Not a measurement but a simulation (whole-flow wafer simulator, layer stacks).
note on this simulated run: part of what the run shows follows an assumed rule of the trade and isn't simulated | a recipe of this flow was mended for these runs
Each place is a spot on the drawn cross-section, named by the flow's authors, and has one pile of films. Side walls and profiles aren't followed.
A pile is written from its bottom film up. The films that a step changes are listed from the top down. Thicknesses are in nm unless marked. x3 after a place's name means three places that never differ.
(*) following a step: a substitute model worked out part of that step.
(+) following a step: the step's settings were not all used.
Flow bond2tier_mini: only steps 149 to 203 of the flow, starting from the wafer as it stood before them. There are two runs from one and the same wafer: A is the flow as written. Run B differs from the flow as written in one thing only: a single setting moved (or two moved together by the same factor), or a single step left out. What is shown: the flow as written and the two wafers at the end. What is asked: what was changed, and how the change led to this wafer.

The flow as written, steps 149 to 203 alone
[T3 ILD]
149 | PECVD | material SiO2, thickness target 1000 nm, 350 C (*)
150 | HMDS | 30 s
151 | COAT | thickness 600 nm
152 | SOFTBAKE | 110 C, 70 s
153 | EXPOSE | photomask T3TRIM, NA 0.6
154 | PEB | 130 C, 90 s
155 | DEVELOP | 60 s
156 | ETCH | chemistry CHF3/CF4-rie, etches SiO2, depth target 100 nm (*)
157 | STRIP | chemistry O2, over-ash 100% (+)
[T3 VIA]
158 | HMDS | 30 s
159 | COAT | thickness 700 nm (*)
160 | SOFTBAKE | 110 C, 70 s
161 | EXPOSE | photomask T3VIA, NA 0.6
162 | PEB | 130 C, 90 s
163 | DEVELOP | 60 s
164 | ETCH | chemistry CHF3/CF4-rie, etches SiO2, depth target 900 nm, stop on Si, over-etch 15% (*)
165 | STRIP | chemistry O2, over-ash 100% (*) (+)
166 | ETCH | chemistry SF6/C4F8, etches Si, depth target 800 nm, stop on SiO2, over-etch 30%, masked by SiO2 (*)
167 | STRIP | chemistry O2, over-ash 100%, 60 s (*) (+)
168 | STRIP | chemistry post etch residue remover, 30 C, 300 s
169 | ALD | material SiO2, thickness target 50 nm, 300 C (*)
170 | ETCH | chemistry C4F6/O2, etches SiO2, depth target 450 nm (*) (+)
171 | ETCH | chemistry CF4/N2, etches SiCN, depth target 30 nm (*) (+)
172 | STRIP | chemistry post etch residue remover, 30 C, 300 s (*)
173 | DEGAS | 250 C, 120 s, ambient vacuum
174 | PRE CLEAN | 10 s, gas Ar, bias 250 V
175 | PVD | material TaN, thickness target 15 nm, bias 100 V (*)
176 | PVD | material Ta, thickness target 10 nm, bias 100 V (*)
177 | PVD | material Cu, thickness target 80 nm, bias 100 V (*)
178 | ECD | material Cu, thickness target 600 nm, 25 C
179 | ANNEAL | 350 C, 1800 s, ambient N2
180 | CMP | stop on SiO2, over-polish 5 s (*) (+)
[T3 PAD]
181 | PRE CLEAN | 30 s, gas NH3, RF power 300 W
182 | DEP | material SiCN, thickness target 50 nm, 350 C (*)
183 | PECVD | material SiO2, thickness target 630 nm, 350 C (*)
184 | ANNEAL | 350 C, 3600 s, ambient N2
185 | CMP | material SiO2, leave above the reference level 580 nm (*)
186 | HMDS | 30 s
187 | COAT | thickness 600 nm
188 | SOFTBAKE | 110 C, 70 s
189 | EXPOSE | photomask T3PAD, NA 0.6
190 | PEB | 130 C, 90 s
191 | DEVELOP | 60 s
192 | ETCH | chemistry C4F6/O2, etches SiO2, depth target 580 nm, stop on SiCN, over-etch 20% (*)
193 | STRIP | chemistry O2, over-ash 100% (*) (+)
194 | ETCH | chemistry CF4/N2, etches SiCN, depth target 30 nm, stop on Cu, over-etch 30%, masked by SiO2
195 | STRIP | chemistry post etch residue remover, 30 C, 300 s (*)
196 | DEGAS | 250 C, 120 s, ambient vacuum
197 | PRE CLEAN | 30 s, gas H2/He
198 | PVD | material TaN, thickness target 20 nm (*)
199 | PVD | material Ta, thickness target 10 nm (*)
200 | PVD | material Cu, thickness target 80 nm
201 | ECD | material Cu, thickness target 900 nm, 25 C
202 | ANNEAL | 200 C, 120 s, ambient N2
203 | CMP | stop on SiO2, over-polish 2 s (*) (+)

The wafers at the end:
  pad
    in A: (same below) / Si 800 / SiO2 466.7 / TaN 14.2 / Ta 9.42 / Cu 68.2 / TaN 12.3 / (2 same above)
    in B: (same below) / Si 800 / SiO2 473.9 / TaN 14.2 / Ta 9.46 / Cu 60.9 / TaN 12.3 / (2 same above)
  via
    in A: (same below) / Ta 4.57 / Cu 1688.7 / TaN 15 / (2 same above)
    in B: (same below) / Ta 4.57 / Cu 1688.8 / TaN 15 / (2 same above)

Cause: step 156, ETCH: depth target 92.8 nm was run, though the flow has depth target 100 nm.

Step by step, how the change led to this:
  156 | ETCH | chemistry CHF3/CF4-rie, etches SiO2, depth target 100 nm (*)
      pad, via: A -100 SiO2 | B -92.8 SiO2
      field: A -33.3 thick-KrF-resist | B -30.9 thick-KrF-resist
  164 | ETCH | chemistry CHF3/CF4-rie, etches SiO2, depth target 900 nm, stop on Si, over-etch 15% (*)
      via: A -900 SiO2 (all of it), -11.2 Si | B -907.2 SiO2 (all of it), -10.6 Si
